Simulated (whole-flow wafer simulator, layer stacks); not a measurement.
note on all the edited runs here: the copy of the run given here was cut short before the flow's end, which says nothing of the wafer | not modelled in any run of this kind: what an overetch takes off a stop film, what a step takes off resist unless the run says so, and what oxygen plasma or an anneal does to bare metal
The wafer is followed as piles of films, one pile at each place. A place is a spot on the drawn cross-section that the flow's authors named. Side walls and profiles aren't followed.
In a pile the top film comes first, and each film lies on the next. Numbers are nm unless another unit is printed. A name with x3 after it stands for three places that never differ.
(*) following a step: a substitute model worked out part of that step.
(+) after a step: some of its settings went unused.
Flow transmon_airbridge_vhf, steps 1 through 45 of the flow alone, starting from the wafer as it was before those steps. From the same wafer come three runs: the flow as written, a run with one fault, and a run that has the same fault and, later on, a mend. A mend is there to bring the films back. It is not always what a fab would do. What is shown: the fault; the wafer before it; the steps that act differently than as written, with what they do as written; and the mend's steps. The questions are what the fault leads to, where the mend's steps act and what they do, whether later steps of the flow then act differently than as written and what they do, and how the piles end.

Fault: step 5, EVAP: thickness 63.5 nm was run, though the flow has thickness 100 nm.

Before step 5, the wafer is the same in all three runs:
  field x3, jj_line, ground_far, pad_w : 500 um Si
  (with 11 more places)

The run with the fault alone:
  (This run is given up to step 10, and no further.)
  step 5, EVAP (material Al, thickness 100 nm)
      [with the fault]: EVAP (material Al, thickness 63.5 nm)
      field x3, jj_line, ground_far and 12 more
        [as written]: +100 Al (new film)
        [with the fault]: +63.5 Al (new film)
  Later steps of the flow up to step 10 that are run all act as written at every place that is followed.
  After step 10, at field x3, jj_line, ground_far and 12 more, the piles differ from the flow's by more than 2% or 0.5 nm, whichever is larger.
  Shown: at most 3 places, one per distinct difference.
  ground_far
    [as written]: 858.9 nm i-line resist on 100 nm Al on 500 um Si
    [with the fault]: 858.9 nm i-line resist on 63.5 nm Al on 500 um Si
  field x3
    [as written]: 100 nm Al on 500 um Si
    [with the fault]: 63.5 nm Al on 500 um Si

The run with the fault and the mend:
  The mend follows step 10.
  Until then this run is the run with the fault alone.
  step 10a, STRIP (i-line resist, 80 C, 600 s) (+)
      ground_far, pad_w, flank_w and 8 more
        -858.9 i-line resist (all of it)
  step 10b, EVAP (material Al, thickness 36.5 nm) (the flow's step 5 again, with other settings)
      field x3, jj_line, ground_far and 12 more
        +36.5 Al
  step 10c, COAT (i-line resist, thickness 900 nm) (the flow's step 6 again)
      field x3, jj_line, ground_far and 12 more
        +900 i-line resist (new film)
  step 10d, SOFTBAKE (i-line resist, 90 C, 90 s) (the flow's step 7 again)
      leaves every film unchanged at each place that is followed
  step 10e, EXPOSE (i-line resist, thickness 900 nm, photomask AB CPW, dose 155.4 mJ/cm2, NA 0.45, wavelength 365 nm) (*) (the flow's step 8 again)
      leaves every film unchanged at each place that is followed
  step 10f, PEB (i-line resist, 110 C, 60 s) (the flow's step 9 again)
      field x3, jj_line, ground_far and 12 more
        -41 i-line resist
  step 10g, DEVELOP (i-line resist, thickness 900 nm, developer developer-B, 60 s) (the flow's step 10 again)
      ground_far, pad_w, flank_w and 8 more
        -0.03 i-line resist
      field x3, jj_line, gap_w, gap_e
        -859 i-line resist (all of it)
  Later steps of the flow that are run all act as written at every place that is followed.
  The piles end the same as the flow's at every place that both follow.
